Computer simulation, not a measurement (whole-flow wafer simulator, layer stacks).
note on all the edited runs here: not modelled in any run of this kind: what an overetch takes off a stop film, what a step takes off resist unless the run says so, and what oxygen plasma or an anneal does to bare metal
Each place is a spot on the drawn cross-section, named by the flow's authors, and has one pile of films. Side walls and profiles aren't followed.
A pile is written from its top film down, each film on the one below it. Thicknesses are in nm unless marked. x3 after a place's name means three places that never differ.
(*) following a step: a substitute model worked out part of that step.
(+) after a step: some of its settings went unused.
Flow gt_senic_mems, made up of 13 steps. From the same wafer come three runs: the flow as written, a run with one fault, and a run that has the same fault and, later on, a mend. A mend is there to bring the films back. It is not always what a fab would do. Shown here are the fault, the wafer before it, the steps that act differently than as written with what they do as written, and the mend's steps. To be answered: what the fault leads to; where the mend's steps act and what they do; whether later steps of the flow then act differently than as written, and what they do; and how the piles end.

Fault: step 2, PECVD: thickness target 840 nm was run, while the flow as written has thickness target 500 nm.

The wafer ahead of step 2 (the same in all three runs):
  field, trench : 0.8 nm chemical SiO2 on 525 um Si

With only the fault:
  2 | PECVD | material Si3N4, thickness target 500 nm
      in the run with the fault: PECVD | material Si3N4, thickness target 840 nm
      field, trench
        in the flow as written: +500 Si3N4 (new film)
        in the run with the fault: +840 Si3N4 (new film)
  Steps later in the flow that act otherwise than as written (2 other steps are not shown; they differ only slightly, by no more than 2% or 0.5 nm, whichever is larger):
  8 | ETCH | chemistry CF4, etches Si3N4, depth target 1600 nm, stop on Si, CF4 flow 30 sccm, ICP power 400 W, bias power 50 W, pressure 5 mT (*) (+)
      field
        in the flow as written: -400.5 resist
        in the run with the fault: -627.2 resist
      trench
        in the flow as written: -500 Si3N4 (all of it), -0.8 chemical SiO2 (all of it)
        in the run with the fault: -840 Si3N4 (all of it), -0.8 chemical SiO2 (all of it)
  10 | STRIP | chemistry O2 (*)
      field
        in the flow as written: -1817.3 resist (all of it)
        in the run with the fault: -1590.6 resist (all of it)
  By the end, the piles at field depart from the flow's by more than 2% or 0.5 nm, whichever is larger.
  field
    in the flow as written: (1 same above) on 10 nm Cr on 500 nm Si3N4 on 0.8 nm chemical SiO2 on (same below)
    in the run with the fault: (1 same above) on 10 nm Cr on 840 nm Si3N4 on 0.8 nm chemical SiO2 on (same below)

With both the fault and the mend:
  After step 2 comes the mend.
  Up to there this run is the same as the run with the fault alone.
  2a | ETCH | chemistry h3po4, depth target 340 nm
      field, trench
        -340 Si3N4
  Every later step of the flow that is run acts as written at every place that is followed.
  At every place that both follow, the piles at the end match the flow's.
